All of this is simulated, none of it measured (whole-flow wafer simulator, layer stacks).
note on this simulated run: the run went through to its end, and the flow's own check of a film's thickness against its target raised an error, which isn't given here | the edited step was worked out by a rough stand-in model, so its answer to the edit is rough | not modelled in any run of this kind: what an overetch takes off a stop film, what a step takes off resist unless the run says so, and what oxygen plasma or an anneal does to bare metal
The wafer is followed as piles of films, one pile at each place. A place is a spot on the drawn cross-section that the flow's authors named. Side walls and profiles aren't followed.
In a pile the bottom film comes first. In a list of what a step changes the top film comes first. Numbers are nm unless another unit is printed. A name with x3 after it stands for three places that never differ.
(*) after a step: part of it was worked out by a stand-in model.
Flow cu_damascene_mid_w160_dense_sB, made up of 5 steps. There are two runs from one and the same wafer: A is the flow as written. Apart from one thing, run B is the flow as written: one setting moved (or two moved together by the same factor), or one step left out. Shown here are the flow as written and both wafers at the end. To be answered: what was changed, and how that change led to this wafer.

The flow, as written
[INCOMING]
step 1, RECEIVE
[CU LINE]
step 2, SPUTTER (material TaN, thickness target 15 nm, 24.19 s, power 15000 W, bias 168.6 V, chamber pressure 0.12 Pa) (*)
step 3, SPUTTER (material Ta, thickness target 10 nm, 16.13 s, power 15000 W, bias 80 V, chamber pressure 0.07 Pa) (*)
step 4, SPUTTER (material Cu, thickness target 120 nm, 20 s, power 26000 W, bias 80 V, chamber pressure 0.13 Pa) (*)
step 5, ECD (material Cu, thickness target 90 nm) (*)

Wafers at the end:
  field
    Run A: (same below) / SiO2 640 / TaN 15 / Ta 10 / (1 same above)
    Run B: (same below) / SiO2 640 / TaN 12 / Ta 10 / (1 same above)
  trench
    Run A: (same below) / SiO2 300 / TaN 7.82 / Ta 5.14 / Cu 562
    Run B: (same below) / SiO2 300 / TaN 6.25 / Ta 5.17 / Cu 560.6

Cause: step 2, SPUTTER: thickness target 12 nm was run, whereas the flow has thickness target 15 nm; step 2, SPUTTER: 19.35 s was run, where the flow has 24.19 s.
One can read it off the wafer: field has TaN 12, and step 2 as written asks for 15 nm.

Step by step, how the change led to this:
  step 2, SPUTTER (material TaN, thickness target 15 nm, 24.19 s, power 15000 W, bias 168.6 V, chamber pressure 0.12 Pa) (*)
      field: A TaN gains 15 (new film) | B TaN gains 12 (new film)
      trench: A TaN gains 7.82 (new film) | B TaN gains 6.25 (new film)
